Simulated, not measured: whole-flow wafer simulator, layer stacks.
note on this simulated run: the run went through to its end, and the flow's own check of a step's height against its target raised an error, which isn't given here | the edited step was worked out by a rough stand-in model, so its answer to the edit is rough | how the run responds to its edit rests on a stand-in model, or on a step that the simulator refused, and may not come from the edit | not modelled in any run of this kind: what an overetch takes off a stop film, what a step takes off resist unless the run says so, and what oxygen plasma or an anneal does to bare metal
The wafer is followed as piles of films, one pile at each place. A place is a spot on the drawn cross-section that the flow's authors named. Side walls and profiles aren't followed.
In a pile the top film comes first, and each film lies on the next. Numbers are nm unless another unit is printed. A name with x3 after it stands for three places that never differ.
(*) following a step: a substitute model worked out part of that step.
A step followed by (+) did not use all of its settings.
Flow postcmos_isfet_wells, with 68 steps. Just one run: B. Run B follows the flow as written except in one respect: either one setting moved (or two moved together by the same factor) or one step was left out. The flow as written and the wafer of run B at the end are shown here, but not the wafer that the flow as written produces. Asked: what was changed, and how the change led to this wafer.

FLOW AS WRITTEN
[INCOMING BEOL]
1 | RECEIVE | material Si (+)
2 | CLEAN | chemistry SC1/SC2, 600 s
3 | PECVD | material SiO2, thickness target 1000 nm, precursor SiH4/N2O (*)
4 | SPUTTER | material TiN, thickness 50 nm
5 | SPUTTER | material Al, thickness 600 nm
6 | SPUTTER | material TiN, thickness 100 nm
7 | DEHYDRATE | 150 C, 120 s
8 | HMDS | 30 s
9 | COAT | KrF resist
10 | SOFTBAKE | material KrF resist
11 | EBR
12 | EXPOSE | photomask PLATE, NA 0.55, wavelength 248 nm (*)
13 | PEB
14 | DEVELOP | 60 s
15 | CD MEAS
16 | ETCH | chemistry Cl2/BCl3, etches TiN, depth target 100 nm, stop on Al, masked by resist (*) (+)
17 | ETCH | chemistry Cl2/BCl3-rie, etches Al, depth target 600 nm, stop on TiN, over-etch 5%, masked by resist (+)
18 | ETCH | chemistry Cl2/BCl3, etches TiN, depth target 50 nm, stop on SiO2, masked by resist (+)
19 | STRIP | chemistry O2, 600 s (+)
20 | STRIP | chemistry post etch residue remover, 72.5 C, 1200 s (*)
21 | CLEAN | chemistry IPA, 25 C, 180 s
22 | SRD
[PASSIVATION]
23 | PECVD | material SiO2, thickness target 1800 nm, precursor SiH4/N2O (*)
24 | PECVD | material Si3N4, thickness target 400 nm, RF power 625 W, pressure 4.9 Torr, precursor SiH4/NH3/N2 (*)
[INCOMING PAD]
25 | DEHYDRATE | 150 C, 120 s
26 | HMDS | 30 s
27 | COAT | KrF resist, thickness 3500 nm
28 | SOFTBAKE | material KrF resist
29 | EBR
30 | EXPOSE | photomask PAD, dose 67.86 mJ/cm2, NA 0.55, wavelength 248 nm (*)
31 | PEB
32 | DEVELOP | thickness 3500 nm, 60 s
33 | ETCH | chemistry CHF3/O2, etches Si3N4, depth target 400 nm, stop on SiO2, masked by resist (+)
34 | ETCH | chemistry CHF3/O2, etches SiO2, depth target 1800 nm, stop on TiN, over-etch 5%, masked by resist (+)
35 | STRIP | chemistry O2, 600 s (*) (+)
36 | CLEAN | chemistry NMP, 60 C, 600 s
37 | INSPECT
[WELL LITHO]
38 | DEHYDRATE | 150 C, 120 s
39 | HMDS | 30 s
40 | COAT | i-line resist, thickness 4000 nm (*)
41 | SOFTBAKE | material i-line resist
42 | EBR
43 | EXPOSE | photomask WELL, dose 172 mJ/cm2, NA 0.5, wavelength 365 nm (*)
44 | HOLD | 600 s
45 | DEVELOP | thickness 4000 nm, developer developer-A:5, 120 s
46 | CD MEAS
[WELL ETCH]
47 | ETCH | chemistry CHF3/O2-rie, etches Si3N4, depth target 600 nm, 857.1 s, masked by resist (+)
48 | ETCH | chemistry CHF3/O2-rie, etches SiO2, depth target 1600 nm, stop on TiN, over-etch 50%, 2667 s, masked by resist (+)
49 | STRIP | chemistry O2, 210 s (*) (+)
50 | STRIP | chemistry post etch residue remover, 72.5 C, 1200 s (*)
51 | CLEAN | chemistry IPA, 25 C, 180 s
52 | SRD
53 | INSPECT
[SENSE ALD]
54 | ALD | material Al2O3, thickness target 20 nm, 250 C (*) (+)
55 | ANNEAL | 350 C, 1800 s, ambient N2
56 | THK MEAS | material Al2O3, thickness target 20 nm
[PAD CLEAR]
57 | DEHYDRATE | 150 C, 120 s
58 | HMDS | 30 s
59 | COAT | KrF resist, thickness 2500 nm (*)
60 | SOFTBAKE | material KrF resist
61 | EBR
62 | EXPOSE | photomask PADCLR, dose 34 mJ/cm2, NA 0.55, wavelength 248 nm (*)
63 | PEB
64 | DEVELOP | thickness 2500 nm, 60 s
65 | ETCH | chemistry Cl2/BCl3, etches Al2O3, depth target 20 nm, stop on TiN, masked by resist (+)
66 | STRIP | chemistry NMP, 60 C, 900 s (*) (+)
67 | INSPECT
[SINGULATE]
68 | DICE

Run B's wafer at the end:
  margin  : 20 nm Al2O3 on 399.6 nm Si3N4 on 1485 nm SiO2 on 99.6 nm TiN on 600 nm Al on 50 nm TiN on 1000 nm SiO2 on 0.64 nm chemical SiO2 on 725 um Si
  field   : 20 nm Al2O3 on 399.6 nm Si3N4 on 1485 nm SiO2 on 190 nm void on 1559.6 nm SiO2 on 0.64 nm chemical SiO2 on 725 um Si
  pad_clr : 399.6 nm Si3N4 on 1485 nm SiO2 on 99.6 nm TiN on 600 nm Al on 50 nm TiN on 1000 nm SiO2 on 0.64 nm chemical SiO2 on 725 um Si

What caused this: step 23, PECVD: thickness target 1485 nm was run, whereas the flow has thickness target 1800 nm.
One can read it off the wafer: margin has SiO2 1485, and step 23 as written asks for 1800 nm.

How this came from the change, step by step:
  23 | PECVD | material SiO2, thickness target 1800 nm, precursor SiH4/N2O (*)
      margin, well900, well1300 x3, pad_rim, pad_clr, pad_open: +1485 SiO2 (new film) (it would be, as written: +1800 SiO2 (new film))
      field: +1485 SiO2 (new film), +190 void (new film), +559.6 SiO2 (it would be, as written: +1800 SiO2 (new film), +189.9 void (new film), +559.7 SiO2)
  34 | ETCH | chemistry CHF3/O2, etches SiO2, depth target 1800 nm, stop on TiN, over-etch 5%, masked by resist (+)
      field, margin, well900, well1300 x3, pad_rim, pad_clr: -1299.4 KrF resist (it would be, as written: -1500 KrF resist)
      pad_open: -1485 SiO2 (all of it) (it would be, as written: -1800 SiO2 (all of it))
  35 | STRIP | chemistry O2, 600 s (*) (+)
      field, margin, well900, well1300 x3, pad_rim, pad_clr: -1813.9 KrF resist (all of it) (it would be, as written: -1613.3 KrF resist (all of it))
  40 | COAT | i-line resist, thickness 4000 nm (*)
      pad_clr: +3356.1 i-line resist (new film) (it would be, as written: +3256.8 i-line resist (new film))
      pad_open: +4691.2 i-line resist (new film) (it would be, as written: +4804.7 i-line resist (new film))
  41 | SOFTBAKE | material i-line resist
      pad_clr: -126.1 i-line resist (it would be, as written: -156.7 i-line resist)
      pad_open: +101.2 i-line resist (it would be, as written: +115.3 i-line resist)
  48 | ETCH | chemistry CHF3/O2-rie, etches SiO2, depth target 1600 nm, stop on TiN, over-etch 50%, 2667 s, masked by resist (+)
      well900, well1300 x3: -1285 SiO2 (all of it) (it would be, as written: -1600 SiO2 (all of it))
  49 | STRIP | chemistry O2, 210 s (*) (+)
      pad_clr: -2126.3 i-line resist (all of it) (it would be, as written: -1996.5 i-line resist (all of it))
      pad_open: -3688.8 i-line resist (all of it) (it would be, as written: -3816.3 i-line resist (all of it))
  59 | COAT | KrF resist, thickness 2500 nm (*)
      field: +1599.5 KrF resist (new film) (it would be, as written: +1449 KrF resist (new film))
      margin: +1599.4 KrF resist (new film) (it would be, as written: +1448.9 KrF resist (new film))
      (and at 3 other places as well)
  63 | PEB
      field, margin: -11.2 KrF resist (it would be, as written: -10.1 KrF resist)
      pad_clr: -12.6 KrF resist (it would be, as written: -11.8 KrF resist)
      (and at 1 other place as well)
  64 | DEVELOP | thickness 2500 nm, 60 s
      pad_clr: -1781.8 KrF resist (all of it) (it would be, as written: -1676 KrF resist (all of it))
      pad_open: -2966.4 KrF resist (all of it) (it would be, as written: -3045.1 KrF resist (all of it))
  66 | STRIP | chemistry NMP, 60 C, 900 s (*) (+)
      field, margin: -1549.5 KrF resist (all of it) (it would be, as written: -1400.1 KrF resist (all of it))
      pad_rim: -1994.7 KrF resist (all of it) (it would be, as written: -1923.7 KrF resist (all of it))
